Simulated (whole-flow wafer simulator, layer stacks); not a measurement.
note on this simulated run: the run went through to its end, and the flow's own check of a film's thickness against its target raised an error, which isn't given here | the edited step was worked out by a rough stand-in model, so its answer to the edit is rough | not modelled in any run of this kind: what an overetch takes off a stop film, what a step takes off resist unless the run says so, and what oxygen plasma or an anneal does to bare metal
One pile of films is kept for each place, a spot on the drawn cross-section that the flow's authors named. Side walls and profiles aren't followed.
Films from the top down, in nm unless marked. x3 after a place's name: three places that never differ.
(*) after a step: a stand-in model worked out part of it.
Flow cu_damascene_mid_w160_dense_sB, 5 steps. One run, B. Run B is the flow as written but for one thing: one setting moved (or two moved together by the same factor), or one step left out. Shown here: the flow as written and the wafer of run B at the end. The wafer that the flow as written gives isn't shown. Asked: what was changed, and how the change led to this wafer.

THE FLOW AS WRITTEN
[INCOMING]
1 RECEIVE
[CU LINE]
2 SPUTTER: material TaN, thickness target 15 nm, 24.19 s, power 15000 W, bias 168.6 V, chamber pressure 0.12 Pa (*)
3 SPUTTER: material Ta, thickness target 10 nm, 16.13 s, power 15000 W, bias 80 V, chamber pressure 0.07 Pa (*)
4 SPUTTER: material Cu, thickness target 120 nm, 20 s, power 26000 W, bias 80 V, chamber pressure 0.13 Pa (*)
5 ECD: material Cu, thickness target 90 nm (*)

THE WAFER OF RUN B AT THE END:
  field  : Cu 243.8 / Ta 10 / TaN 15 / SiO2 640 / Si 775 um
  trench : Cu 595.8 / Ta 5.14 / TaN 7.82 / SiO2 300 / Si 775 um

The cause: step 5, ECD: thickness target 123.8 nm was run, where the flow has thickness target 90 nm.

How the change led to this, step by step:
  5 ECD: material Cu, thickness target 90 nm (*)
      field: Cu +123.8 (as written it would be: Cu +90)
      trench: Cu +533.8 (as written it would be: Cu +500)
